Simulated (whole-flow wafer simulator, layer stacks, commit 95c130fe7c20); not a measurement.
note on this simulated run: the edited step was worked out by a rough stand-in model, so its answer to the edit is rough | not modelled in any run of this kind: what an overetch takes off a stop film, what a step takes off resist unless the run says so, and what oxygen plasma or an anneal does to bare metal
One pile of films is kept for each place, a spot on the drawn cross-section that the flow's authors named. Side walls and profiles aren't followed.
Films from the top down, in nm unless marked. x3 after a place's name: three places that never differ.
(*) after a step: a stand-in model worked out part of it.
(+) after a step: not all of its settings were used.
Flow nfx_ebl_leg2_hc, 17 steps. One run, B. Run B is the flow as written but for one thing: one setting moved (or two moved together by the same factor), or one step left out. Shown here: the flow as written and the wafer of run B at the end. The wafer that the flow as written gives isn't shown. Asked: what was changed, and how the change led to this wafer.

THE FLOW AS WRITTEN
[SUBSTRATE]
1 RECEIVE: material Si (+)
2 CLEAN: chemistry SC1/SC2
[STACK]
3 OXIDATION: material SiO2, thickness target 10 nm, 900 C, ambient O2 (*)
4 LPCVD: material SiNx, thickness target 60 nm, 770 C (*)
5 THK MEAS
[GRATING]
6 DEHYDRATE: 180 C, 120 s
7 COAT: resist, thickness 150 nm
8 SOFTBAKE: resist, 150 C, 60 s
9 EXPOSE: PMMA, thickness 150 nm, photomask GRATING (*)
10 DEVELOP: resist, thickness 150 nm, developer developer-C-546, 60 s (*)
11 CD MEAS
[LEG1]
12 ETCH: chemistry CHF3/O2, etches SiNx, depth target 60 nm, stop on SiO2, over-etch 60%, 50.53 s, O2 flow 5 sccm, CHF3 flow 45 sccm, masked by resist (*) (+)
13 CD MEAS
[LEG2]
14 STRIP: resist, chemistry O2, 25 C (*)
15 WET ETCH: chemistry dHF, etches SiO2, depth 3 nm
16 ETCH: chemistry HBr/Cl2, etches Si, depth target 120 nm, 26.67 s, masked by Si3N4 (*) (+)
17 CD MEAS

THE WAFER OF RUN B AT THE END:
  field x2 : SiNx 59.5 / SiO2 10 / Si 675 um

The cause: step 4, LPCVD: thickness target 70.9 nm was run, where the flow has thickness target 60 nm.

How the change led to this, step by step:
  4 LPCVD: material SiNx, thickness target 60 nm, 770 C (*)
      field x2, pad x2: SiNx +70.9 (new film) (as written it would be: SiNx +60 (new film))
  12 ETCH: chemistry CHF3/O2, etches SiNx, depth target 60 nm, stop on SiO2, over-etch 60%, 50.53 s, O2 flow 5 sccm, CHF3 flow 45 sccm, masked by resist (*) (+)
      pad x2: SiNx -70.9 (all of it), SiO2 -10 (all of it) (as written it would be: SiNx -60 (all of it), SiO2 -10 (all of it))
